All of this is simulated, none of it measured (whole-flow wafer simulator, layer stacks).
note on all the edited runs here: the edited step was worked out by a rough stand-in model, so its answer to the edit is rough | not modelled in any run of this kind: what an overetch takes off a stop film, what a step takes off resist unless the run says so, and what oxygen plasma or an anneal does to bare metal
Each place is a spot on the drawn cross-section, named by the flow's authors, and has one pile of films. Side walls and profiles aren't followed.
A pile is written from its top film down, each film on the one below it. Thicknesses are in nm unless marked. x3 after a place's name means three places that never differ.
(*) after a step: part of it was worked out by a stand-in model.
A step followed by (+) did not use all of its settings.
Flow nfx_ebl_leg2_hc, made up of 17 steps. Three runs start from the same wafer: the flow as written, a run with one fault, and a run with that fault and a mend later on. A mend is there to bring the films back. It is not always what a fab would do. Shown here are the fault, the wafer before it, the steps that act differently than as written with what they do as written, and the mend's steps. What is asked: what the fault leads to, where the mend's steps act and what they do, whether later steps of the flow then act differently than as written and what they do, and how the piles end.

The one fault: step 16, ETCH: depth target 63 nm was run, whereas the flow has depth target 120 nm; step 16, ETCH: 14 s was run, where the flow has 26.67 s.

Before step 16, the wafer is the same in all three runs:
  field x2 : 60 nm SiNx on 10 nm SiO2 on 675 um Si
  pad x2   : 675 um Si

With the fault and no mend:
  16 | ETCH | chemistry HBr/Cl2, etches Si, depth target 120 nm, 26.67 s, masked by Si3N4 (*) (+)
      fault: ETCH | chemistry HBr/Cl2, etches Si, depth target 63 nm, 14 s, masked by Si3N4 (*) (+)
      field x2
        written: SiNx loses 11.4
        fault: SiNx loses 6
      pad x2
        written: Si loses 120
        fault: Si loses 63
  None of the later steps of the flow acts differently than as written at any place that is followed.
  By the end, the piles at field x2 depart from the flow's by more than 2% or 0.5 nm, whichever is larger.
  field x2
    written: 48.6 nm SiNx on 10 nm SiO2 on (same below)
    fault: 54 nm SiNx on 10 nm SiO2 on (same below)

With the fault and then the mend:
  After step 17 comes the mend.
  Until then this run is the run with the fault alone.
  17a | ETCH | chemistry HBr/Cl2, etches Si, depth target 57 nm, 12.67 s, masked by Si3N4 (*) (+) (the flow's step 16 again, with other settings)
      field x2
        SiNx loses 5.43
      pad x2
        Si loses 57
  None of the later steps of the flow acts differently than as written at any place that is followed.
  The piles end the same as the flow's at every place that both follow.
